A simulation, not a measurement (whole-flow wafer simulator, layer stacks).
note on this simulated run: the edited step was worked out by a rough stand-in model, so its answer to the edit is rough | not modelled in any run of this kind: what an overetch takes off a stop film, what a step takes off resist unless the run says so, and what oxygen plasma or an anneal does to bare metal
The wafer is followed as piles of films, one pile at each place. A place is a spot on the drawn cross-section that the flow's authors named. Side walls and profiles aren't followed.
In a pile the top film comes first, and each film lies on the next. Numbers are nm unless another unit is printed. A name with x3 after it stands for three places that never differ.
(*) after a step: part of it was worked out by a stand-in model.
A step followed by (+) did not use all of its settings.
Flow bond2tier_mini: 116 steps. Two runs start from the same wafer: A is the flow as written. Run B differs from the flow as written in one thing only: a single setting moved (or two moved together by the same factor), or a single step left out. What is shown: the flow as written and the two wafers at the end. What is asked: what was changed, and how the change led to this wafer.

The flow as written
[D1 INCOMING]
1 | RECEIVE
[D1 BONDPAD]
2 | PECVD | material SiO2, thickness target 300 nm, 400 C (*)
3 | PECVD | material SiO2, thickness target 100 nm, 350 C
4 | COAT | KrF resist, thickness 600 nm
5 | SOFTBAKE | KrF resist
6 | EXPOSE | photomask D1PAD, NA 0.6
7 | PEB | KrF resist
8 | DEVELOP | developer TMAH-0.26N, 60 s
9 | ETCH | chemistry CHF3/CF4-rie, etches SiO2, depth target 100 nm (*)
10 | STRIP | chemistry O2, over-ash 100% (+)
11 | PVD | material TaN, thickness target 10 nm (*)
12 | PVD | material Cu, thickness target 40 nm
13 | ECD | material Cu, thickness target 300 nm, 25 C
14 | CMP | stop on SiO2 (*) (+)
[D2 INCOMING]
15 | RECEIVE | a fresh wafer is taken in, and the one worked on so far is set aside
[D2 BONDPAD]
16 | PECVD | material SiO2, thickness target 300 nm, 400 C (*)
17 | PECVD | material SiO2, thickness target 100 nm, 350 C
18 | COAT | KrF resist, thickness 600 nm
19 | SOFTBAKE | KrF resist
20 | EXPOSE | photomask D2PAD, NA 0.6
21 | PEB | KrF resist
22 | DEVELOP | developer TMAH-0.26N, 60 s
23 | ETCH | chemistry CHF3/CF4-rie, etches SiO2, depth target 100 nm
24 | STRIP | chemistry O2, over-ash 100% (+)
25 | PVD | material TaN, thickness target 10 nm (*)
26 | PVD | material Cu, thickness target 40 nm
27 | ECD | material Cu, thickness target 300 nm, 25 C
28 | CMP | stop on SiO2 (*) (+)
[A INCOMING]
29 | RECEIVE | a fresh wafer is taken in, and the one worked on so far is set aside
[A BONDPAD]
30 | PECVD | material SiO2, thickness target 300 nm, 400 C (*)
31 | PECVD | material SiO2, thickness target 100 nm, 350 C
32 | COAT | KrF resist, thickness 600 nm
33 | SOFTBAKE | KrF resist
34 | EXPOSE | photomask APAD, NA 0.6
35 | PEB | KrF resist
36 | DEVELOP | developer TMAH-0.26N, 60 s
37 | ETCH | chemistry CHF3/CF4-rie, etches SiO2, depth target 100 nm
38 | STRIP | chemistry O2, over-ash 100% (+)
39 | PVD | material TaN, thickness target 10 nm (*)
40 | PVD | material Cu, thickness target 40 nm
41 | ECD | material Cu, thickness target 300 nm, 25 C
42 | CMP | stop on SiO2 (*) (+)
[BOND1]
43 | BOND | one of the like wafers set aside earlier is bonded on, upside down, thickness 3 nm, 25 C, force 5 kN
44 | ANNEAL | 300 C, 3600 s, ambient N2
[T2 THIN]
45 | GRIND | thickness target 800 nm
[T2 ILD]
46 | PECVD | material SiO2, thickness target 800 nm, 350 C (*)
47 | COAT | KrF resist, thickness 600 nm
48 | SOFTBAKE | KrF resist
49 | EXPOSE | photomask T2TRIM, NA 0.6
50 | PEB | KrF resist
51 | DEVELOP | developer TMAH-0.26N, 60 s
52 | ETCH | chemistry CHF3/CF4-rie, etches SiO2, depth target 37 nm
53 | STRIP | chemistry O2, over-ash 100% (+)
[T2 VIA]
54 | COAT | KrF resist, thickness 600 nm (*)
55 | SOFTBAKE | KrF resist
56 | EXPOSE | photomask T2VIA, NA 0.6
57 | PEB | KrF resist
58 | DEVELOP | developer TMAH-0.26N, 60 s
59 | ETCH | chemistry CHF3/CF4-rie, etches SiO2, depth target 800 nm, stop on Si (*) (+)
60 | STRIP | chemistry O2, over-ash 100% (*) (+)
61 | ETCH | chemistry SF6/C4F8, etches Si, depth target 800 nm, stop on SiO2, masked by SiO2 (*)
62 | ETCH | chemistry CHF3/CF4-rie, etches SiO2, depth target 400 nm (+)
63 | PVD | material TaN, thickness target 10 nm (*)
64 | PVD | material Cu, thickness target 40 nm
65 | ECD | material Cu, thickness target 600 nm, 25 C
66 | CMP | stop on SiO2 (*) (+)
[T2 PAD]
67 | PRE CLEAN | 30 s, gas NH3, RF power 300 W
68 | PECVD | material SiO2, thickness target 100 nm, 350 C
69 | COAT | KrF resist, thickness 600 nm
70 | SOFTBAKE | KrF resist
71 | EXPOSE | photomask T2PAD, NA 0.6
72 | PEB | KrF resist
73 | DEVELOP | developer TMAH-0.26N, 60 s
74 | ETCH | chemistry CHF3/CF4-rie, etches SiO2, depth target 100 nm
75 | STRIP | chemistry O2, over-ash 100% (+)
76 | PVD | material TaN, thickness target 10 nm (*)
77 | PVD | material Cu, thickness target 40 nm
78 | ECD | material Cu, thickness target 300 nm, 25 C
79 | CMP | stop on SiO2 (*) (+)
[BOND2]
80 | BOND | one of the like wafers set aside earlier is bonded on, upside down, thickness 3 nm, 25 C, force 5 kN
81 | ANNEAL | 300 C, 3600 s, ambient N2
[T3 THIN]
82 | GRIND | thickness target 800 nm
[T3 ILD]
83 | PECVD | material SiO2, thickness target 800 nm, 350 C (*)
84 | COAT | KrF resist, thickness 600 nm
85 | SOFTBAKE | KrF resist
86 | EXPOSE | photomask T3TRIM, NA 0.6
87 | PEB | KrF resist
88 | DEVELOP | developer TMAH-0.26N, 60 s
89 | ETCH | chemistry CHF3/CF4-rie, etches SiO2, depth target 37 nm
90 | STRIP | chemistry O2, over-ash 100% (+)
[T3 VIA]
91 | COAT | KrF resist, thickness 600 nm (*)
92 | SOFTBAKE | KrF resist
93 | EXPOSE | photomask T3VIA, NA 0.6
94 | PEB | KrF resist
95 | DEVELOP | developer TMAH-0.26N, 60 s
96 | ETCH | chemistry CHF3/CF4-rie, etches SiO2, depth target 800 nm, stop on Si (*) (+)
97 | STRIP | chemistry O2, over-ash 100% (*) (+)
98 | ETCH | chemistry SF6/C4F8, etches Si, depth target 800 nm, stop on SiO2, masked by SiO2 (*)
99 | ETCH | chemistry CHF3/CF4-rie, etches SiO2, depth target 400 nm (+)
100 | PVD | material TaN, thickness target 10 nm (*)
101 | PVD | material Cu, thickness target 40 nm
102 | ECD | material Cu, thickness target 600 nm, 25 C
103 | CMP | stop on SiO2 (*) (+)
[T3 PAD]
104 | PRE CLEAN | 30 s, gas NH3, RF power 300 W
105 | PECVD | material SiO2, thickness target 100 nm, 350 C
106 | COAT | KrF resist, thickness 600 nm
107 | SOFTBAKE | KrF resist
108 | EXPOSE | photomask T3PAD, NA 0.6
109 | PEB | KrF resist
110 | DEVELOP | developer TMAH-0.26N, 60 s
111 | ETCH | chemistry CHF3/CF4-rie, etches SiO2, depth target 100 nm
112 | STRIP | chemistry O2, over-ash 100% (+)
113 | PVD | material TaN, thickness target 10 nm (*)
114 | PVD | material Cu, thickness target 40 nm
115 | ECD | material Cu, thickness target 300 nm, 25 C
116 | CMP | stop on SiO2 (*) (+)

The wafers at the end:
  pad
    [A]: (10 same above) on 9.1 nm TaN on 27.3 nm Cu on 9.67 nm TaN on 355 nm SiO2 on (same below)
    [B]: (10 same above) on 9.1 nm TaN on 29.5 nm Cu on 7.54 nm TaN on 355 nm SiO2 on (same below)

The reason: step 63, PVD: thickness target 7.8 nm was run, whereas the flow has thickness target 10 nm.

The path from the change to this, step by step:
  63 | PVD | material TaN, thickness target 10 nm (*)
      field: A TaN gains 10 (new film) | B TaN gains 7.8 (new film)
      pad: A TaN gains 9.67 (new film) | B TaN gains 7.54 (new film)
  66 | CMP | stop on SiO2 (*) (+)
      field: A Cu loses 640 (all of it), TaN loses 10 (all of it) | B Cu loses 640 (all of it), TaN loses 7.8 (all of it)
